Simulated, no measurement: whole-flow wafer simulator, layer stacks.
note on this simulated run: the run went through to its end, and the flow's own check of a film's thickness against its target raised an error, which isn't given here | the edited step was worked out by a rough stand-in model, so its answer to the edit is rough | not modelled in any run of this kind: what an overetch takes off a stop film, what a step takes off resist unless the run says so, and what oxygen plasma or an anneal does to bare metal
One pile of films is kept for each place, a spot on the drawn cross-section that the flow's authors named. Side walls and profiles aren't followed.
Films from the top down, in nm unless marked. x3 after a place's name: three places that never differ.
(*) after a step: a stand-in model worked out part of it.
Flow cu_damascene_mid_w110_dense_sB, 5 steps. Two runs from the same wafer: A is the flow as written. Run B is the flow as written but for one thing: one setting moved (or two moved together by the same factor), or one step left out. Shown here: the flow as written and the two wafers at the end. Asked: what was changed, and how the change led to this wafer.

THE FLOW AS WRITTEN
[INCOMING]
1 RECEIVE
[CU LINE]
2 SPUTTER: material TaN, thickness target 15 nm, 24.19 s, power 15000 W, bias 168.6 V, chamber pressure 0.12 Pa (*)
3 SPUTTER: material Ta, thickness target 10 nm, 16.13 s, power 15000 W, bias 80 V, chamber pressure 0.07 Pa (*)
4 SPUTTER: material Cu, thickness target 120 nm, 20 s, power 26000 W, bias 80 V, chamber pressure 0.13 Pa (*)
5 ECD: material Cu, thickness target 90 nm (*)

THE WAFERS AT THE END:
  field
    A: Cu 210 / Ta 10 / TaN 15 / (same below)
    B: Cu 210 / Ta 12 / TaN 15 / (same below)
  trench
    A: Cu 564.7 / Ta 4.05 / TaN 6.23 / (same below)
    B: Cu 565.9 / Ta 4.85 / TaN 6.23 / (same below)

The cause: step 3, SPUTTER: thickness target 12 nm was run, where the flow has thickness target 10 nm; step 3, SPUTTER: 19.36 s was run, where the flow has 16.13 s.
It can be read off the wafer: field has Ta 12, and step 3 as written asks for 10 nm.

How the change led to this, step by step:
  3 SPUTTER: material Ta, thickness target 10 nm, 16.13 s, power 15000 W, bias 80 V, chamber pressure 0.07 Pa (*)
      field: A Ta +10 (new film) | B Ta +12 (new film)
      trench: A Ta +4.05 (new film) | B Ta +4.85 (new film)
